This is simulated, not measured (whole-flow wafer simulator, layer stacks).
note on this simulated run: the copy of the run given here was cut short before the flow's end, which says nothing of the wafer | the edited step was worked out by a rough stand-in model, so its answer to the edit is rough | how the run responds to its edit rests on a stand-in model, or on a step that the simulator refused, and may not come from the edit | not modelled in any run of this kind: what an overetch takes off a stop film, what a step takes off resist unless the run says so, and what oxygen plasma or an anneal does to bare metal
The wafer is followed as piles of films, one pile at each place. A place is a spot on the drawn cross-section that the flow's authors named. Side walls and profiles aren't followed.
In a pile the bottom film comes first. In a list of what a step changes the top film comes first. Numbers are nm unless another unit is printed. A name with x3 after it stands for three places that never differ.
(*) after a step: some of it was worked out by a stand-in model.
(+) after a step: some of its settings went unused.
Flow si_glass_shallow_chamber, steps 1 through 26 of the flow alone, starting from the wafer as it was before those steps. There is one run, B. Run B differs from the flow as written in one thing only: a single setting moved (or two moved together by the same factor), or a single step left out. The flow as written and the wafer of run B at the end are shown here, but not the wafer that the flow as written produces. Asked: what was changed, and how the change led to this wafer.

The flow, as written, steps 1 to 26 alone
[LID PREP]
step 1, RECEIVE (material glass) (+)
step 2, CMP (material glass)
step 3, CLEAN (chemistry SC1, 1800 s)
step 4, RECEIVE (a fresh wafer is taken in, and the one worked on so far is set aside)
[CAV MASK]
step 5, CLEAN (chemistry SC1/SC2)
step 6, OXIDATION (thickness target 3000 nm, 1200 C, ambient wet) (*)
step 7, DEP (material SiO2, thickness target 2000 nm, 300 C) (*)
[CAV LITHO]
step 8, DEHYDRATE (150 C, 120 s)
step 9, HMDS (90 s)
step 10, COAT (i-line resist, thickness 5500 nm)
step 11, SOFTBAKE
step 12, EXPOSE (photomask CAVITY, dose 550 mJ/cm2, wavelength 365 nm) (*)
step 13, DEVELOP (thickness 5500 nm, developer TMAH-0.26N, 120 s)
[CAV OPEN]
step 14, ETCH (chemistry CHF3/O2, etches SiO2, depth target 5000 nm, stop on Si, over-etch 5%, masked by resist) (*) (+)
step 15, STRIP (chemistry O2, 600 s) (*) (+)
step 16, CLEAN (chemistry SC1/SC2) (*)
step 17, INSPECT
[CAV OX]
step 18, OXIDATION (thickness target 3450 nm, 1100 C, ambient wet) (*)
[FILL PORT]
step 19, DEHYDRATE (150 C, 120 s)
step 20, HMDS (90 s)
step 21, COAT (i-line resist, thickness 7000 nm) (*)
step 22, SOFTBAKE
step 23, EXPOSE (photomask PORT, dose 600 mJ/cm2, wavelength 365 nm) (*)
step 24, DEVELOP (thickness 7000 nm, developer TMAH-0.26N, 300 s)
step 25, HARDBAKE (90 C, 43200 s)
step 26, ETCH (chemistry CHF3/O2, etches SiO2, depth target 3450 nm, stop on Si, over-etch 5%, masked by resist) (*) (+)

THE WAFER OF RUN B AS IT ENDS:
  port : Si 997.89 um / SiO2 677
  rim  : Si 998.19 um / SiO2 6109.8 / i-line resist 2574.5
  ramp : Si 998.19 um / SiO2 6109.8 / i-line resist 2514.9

Cause: step 14, ETCH: depth target 2375 nm was run, while the flow as written has depth target 5000 nm.

The path from the change to this, step by step:
  step 14, ETCH (chemistry CHF3/O2, etches SiO2, depth target 5000 nm, stop on Si, over-etch 5%, masked by resist) (*) (+)
      cav, port: SiO2 loses 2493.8 (as written it would have been: SiO2 loses 5000 (all of it), Si loses 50)
      rim, ramp, septum, ring: i-line resist loses 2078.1 (as written it would have been: i-line resist loses 4375)
  step 15, STRIP (chemistry O2, 600 s) (*) (+)
      cav, port: nothing (as written it would have been: chemical SiO2 gains 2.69 (new film), Si loses 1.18)
      rim, ramp, septum, ring: i-line resist loses 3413 (all of it) (as written it would have been: i-line resist loses 1116.2 (all of it))
  step 18, OXIDATION (thickness target 3450 nm, 1100 C, ambient wet) (*)
      cav, port: SiO2 gains 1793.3, Si loses 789 (as written it would have been: SiO2 gains 3450 (new film), chemical SiO2 loses 2.69 (all of it), Si loses 1516.8)
  step 21, COAT (i-line resist, thickness 7000 nm) (*)
      rim: i-line resist gains 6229 (new film) (as written it would have been: i-line resist gains 5660.1 (new film))
      ramp: i-line resist gains 5885.5 (new film) (as written it would have been: i-line resist gains 5087.8 (new film))
      (and at 2 other places as well)
  step 22, SOFTBAKE
      rim: i-line resist loses 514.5 (as written it would have been: i-line resist loses 849)
      ramp: i-line resist loses 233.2 (as written it would have been: i-line resist loses 434.5)
      (and at 4 other places as well)
  step 24, DEVELOP (thickness 7000 nm, developer TMAH-0.26N, 300 s)
      port: i-line resist loses 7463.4 (all of it) (as written it would have been: i-line resist loses 7752.6 (all of it))
  step 25, HARDBAKE (90 C, 43200 s)
      rim: i-line resist loses 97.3 (as written it would have been: i-line resist loses 62.5)
      ramp: i-line resist loses 94.7 (as written it would have been: i-line resist loses 57.1)
      (and at 1 other place as well)
  step 26, ETCH (chemistry CHF3/O2, etches SiO2, depth target 3450 nm, stop on Si, over-etch 5%, masked by resist) (*) (+)
      port: SiO2 loses 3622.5 (as written it would have been: SiO2 loses 3450 (all of it), Si loses 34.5)
